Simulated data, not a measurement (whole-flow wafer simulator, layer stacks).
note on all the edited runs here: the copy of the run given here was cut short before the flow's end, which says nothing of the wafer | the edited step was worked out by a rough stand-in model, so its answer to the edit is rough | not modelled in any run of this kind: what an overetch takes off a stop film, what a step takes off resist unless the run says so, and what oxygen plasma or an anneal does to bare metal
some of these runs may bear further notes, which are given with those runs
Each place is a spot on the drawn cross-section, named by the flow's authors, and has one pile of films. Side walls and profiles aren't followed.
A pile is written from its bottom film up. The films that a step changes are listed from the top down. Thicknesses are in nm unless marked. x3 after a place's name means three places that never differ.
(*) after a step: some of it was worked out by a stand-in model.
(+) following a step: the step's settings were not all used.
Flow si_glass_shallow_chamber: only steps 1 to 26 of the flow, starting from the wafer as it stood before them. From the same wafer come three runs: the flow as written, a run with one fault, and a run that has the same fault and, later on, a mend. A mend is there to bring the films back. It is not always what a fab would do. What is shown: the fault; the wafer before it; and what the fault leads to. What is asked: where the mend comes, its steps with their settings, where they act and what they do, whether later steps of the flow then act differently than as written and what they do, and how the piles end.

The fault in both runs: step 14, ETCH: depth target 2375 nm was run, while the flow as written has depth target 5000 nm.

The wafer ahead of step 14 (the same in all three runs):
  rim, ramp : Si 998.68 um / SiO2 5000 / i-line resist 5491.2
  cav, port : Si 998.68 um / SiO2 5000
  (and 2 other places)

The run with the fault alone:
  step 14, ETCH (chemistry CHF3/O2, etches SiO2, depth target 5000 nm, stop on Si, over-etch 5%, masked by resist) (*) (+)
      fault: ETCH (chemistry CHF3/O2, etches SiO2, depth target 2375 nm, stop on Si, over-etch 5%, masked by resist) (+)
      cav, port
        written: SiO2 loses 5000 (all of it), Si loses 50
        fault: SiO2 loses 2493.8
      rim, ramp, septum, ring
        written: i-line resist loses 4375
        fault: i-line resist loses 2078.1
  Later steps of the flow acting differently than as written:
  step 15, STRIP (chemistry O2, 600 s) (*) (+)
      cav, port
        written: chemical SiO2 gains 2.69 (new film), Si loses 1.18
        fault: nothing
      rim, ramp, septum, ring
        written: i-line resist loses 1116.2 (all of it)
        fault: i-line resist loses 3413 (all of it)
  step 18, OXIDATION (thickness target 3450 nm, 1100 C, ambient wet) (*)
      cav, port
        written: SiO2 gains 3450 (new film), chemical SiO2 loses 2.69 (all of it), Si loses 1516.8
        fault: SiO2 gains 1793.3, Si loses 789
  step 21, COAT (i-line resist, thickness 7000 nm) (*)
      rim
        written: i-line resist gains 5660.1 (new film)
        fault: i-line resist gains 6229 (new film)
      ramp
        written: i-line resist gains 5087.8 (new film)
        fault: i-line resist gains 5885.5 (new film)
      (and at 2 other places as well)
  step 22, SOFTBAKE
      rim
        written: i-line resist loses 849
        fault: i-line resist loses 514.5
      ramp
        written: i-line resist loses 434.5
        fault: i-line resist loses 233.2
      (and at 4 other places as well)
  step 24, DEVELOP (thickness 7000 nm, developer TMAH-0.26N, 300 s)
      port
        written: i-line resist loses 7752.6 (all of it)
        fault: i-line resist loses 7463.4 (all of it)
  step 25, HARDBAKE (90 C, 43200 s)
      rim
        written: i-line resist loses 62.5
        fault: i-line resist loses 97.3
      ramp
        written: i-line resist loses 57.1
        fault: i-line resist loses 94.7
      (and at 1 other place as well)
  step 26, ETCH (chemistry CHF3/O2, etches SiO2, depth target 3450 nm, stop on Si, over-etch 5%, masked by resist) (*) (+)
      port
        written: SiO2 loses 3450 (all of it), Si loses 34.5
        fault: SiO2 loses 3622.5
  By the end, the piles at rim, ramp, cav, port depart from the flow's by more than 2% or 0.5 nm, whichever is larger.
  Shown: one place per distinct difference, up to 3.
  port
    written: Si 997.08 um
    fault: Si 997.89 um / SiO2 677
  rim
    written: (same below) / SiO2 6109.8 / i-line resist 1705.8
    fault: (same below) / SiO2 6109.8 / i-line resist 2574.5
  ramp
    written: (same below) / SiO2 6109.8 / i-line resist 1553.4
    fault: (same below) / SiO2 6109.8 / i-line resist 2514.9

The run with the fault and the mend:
  After step 14 comes the mend.
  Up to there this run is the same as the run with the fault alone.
  step 14a, ETCH (chemistry CHF3/O2, etches SiO2, depth target 2625 nm, stop on Si, over-etch 5%, masked by resist) (*) (the flow's step 14, run once more with other settings)
      rim, ramp, septum, ring
        i-line resist loses 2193
      cav, port
        SiO2 loses 2506.2 (all of it), Si loses 50
  Later steps of the flow acting differently than as written:
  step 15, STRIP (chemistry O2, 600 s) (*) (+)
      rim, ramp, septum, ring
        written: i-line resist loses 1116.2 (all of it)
        mend: i-line resist loses 1220.1 (all of it)
  The piles end the same as the flow's at every place that both follow.
